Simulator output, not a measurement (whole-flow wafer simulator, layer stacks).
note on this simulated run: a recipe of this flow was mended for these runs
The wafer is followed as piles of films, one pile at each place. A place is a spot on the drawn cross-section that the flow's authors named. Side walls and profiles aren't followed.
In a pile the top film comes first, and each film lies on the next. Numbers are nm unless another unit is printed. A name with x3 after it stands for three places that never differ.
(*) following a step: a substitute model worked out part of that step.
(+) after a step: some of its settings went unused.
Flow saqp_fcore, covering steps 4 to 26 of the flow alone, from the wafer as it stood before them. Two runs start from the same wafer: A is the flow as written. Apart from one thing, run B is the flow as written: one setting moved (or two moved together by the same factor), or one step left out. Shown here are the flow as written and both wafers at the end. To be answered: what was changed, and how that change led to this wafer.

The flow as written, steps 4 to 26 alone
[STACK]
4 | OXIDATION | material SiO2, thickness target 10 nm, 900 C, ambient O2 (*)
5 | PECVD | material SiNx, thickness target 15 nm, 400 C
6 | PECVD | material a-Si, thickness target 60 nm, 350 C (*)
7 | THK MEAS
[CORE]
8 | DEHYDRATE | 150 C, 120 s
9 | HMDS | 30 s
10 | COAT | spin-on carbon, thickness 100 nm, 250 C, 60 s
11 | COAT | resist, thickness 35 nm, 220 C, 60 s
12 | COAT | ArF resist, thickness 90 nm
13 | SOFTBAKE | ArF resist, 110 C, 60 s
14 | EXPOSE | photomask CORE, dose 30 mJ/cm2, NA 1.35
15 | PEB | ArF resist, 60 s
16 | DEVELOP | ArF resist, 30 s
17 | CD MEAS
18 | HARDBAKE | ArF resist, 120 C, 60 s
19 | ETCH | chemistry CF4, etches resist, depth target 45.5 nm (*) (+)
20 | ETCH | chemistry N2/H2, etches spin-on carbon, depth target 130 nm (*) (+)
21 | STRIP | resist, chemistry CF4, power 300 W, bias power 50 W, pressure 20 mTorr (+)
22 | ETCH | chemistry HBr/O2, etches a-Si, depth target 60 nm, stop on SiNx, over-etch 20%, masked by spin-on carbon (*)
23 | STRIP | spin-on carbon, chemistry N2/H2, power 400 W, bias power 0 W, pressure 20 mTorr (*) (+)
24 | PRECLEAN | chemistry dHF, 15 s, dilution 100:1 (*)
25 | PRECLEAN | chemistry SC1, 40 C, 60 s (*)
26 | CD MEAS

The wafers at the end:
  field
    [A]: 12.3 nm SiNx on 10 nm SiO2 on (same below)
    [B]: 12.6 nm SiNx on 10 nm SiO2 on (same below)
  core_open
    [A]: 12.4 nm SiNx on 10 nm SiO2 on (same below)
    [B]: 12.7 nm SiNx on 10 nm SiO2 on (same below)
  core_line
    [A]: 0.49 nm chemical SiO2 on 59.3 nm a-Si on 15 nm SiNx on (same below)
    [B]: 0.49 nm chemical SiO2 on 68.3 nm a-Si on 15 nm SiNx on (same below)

What caused this: step 6, PECVD: thickness target 69 nm was run, whereas the flow has thickness target 60 nm.

The path from the change to this, step by step:
  6 | PECVD | material a-Si, thickness target 60 nm, 350 C (*)
      field, core_open, core_line: A +60 a-Si (new film) | B +69 a-Si (new film)
  22 | ETCH | chemistry HBr/O2, etches a-Si, depth target 60 nm, stop on SiNx, over-etch 20%, masked by spin-on carbon (*)
      field: A -36.8 a-Si (all of it), -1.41 SiNx | B -45.8 a-Si (all of it), -1.05 SiNx
      core_open: A -39.4 a-Si (all of it), -1.3 SiNx | B -48.4 a-Si (all of it), -0.94 SiNx
      (as well as at 1 more place)
  23 | STRIP | spin-on carbon, chemistry N2/H2, power 400 W, bias power 0 W, pressure 20 mTorr (*) (+)
      core_line: A -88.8 spin-on carbon (all of it) | B -86.6 spin-on carbon (all of it)
